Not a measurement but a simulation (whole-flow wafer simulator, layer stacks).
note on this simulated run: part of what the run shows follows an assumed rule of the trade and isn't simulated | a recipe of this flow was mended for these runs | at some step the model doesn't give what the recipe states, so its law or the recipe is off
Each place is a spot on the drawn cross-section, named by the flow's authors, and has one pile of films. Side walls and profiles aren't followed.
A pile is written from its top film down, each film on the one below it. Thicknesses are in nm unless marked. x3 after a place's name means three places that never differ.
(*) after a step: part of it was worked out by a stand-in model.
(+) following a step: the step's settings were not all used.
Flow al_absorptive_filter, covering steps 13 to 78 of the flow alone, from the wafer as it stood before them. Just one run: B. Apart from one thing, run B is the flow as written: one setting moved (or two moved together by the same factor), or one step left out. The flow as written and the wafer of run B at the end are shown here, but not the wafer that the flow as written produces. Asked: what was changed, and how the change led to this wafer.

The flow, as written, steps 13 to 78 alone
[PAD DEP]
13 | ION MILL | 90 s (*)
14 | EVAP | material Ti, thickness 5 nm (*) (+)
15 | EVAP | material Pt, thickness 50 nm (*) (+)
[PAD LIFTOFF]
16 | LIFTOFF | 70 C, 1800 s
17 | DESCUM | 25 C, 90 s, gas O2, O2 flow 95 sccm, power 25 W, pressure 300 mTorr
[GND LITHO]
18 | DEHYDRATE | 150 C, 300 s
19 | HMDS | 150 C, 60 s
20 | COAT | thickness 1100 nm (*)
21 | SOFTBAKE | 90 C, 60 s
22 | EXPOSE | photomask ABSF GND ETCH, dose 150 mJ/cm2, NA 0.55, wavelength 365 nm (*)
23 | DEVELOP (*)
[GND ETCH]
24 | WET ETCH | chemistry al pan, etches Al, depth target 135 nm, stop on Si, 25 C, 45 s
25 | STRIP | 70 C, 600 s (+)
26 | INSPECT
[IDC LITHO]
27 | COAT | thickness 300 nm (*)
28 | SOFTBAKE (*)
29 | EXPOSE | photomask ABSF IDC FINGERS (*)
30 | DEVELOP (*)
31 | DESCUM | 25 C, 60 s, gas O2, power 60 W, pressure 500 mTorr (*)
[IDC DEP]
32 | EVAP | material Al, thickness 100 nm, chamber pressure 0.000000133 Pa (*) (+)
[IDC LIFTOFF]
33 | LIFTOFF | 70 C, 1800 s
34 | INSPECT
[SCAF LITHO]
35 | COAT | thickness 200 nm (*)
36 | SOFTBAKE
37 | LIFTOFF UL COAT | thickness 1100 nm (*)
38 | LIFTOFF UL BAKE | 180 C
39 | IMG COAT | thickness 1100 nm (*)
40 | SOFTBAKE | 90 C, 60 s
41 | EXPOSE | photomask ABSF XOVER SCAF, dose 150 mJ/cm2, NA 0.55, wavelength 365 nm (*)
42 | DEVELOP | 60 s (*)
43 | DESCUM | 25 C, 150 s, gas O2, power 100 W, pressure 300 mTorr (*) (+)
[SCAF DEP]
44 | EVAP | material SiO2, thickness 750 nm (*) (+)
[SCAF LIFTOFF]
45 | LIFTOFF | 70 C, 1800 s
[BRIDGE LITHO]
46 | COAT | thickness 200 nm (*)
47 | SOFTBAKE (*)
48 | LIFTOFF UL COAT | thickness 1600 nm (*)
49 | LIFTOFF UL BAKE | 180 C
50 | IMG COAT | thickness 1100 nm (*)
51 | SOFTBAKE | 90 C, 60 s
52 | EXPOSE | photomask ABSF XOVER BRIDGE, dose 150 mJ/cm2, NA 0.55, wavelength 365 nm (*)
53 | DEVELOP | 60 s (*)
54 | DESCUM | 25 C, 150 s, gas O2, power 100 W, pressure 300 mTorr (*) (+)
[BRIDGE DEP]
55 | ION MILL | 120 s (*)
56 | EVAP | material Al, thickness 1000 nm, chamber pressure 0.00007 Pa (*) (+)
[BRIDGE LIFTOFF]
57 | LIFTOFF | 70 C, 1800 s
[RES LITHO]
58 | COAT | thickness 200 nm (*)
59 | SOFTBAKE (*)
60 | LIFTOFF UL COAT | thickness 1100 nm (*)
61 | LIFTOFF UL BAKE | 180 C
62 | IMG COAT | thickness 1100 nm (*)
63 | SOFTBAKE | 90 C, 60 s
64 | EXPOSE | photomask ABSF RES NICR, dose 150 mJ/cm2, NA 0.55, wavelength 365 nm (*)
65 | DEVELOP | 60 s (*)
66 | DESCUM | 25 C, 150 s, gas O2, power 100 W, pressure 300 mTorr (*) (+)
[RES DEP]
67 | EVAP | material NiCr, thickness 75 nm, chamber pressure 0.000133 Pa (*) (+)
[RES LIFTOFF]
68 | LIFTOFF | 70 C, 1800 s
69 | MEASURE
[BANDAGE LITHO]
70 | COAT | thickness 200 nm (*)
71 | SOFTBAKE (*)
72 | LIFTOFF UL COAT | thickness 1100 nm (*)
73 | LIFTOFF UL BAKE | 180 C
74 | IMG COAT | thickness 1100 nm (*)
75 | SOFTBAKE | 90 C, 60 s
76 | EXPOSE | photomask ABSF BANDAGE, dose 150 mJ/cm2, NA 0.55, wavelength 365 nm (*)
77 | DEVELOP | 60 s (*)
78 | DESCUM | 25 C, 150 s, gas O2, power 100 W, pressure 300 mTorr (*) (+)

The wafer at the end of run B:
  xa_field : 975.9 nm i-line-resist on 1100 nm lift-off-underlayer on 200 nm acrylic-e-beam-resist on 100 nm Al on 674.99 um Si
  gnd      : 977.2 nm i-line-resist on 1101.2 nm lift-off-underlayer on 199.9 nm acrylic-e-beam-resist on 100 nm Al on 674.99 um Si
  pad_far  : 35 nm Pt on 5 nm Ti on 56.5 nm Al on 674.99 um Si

Cause: step 15, EVAP: thickness 35 nm was run, though the flow has thickness 50 nm.
One can read it off the wafer: pad_far has Pt 35, and step 15 as written asks for 50 nm.

Step by step, how the change led to this:
  15 | EVAP | material Pt, thickness 50 nm (*) (+)
      gnd, pad_far, pad_near and 11 more: +35 Pt (new film) (in the flow as written it would be: +50 Pt (new film))
  16 | LIFTOFF | 70 C, 1800 s
      gnd, ledge, res and 9 more: -35 Pt (all of it), -5 Ti (all of it), -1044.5 i-line-resist (all of it), -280 lift-off-underlayer (all of it) (in the flow as written it would be: -50 Pt (all of it), -5 Ti (all of it), -1044.5 i-line-resist (all of it), -280 lift-off-underlayer (all of it))
  35 | COAT | thickness 200 nm (*)
      ledge: +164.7 acrylic-e-beam-resist (new film) (in the flow as written it would be: +169.8 acrylic-e-beam-resist (new film))
  45 | LIFTOFF | 70 C, 1800 s
      ledge: -750 SiO2 (all of it), -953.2 i-line-resist (all of it), -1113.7 lift-off-underlayer (all of it), -164.7 acrylic-e-beam-resist (all of it) (in the flow as written it would be: -750 SiO2 (all of it), -952.1 i-line-resist (all of it), -1114 lift-off-underlayer (all of it), -169.8 acrylic-e-beam-resist (all of it))
  46 | COAT | thickness 200 nm (*)
      ledge: +164.7 acrylic-e-beam-resist (new film) (in the flow as written it would be: +169.8 acrylic-e-beam-resist (new film))
  57 | LIFTOFF | 70 C, 1800 s
      ledge: -1000 Al (all of it), -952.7 i-line-resist (all of it), -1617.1 lift-off-underlayer (all of it), -164.7 acrylic-e-beam-resist (all of it) (in the flow as written it would be: -1000 Al (all of it), -951.7 i-line-resist (all of it), -1617.2 lift-off-underlayer (all of it), -169.8 acrylic-e-beam-resist (all of it))
  58 | COAT | thickness 200 nm (*)
      ledge: +164.7 acrylic-e-beam-resist (new film) (in the flow as written it would be: +169.8 acrylic-e-beam-resist (new film))
  66 | DESCUM | 25 C, 150 s, gas O2, power 100 W, pressure 300 mTorr (*) (+)
      ledge: -164.7 acrylic-e-beam-resist (all of it) (in the flow as written it would be: -169.8 acrylic-e-beam-resist (all of it))
  70 | COAT | thickness 200 nm (*)
      ledge: +162.7 acrylic-e-beam-resist (new film) (in the flow as written it would be: +167 acrylic-e-beam-resist (new film))
